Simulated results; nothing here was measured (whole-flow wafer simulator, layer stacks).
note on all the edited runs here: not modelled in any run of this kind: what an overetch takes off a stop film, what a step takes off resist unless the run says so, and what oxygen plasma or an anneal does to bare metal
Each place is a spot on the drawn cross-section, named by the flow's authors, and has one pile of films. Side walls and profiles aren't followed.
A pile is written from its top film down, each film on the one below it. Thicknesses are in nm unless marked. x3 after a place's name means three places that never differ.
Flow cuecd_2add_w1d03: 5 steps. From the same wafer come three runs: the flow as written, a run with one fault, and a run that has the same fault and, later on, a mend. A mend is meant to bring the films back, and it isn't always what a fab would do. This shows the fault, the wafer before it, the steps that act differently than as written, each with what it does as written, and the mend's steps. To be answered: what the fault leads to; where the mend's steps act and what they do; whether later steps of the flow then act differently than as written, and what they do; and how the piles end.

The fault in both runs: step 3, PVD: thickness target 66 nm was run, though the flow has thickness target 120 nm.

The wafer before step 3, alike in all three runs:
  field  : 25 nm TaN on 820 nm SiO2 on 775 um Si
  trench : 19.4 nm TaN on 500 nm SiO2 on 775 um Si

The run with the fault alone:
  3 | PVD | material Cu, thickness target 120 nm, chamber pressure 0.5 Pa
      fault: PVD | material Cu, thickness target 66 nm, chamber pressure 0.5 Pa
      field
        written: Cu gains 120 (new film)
        fault: Cu gains 66 (new film)
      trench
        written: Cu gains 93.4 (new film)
        fault: Cu gains 51.4 (new film)
  Every later step of the flow that is run acts as written, at every place that is followed, to within 2% or 0.5 nm, whichever is larger.
  By the end, the piles at field, trench depart from the flow's by more than 2% or 0.5 nm, whichever is larger.
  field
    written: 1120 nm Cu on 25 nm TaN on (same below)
    fault: 1066 nm Cu on 25 nm TaN on (same below)
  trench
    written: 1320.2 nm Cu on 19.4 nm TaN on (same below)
    fault: 1263.2 nm Cu on 19.4 nm TaN on (same below)

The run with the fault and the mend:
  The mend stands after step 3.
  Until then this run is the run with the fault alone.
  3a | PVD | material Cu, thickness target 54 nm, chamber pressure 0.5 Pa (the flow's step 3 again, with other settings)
      field
        Cu gains 54
      trench
        Cu gains 40.9
  Every later step of the flow that is run acts as written, at every place that is followed, to within 2% or 0.5 nm, whichever is larger.
  The piles end only slightly different from the flow's at the places that both follow, by no more than 2% or 0.5 nm, whichever is larger.
